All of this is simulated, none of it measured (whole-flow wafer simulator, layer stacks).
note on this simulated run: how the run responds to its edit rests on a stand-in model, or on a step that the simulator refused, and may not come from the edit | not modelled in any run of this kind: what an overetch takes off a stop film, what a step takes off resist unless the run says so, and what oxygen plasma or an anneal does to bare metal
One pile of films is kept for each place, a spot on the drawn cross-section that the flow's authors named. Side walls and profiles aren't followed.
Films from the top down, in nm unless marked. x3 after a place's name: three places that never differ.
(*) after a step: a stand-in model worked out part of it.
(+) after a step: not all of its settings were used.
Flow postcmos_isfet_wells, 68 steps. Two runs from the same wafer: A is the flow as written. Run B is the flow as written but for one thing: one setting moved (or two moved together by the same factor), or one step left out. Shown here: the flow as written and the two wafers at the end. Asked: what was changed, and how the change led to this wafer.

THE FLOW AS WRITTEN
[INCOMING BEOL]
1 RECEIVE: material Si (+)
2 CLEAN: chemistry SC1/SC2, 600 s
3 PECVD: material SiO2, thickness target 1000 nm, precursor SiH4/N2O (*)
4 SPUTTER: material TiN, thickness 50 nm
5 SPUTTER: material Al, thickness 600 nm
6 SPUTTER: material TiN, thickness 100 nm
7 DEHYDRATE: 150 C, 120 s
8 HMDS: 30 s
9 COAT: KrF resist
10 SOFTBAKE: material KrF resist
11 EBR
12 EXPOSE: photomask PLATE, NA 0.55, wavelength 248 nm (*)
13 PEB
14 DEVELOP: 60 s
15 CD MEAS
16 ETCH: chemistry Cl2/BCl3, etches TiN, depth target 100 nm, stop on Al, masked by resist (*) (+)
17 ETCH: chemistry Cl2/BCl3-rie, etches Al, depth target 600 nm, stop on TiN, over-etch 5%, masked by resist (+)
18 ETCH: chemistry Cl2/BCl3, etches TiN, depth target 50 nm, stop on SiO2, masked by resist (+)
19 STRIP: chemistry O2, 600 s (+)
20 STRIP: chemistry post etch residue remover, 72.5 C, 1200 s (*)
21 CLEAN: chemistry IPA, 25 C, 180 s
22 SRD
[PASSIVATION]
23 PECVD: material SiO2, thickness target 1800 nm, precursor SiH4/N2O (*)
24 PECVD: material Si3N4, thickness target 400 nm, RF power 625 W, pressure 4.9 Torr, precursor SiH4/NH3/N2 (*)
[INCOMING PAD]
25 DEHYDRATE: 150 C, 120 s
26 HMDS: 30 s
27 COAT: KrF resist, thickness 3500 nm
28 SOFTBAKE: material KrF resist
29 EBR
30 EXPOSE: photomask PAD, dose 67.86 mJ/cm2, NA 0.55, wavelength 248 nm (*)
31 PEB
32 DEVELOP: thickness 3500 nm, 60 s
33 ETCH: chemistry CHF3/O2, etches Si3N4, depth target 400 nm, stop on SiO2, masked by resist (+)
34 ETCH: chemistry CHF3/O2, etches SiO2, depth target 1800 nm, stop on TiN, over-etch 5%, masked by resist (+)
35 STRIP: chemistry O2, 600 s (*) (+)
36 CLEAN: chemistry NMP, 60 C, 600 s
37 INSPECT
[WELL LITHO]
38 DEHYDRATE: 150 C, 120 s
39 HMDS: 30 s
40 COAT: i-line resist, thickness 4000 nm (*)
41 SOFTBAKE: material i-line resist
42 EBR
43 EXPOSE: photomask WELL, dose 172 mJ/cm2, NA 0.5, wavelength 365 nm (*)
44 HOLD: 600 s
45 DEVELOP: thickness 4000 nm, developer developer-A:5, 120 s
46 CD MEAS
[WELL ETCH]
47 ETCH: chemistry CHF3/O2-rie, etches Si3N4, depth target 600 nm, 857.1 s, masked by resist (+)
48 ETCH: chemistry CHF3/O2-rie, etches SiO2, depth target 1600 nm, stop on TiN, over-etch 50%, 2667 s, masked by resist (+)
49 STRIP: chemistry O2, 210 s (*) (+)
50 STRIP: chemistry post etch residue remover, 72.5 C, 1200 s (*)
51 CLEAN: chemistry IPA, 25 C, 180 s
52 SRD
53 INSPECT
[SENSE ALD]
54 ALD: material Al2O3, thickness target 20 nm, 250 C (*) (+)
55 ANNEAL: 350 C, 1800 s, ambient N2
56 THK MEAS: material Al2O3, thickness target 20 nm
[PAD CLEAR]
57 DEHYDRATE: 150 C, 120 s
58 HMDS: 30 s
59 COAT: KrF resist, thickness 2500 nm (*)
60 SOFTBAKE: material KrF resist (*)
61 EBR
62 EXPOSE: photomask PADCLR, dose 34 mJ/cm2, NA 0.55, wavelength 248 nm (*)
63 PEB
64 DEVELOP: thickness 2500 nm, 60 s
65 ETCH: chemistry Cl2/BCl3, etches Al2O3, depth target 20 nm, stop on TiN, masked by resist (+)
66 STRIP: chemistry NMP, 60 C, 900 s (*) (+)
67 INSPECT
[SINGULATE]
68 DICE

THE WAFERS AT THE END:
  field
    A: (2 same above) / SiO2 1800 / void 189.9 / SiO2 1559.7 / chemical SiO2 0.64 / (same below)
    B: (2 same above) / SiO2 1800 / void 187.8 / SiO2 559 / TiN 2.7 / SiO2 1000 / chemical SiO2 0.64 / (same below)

The cause: step 18, ETCH: depth target 46.88 nm was run, where the flow has depth target 50 nm.

How the change led to this, step by step:
  18 ETCH: chemistry Cl2/BCl3, etches TiN, depth target 50 nm, stop on SiO2, masked by resist (+)
      field: A TiN -50 (all of it) | B TiN -46.9
      margin, well900, well1300, well2000, well3000, pad_rim, pad_clr, pad_open: A KrF resist -20 | B KrF resist -18.8
  23 PECVD: material SiO2, thickness target 1800 nm, precursor SiH4/N2O (*)
      field: A SiO2 +1800 (new film), void +189.9 (new film), SiO2 +559.7 | B SiO2 +1800 (new film), void +187.8 (new film), SiO2 +559 (new film)
Counting metal films that touch as one body, field has 1 body; the flow as written gives 0 bodies.
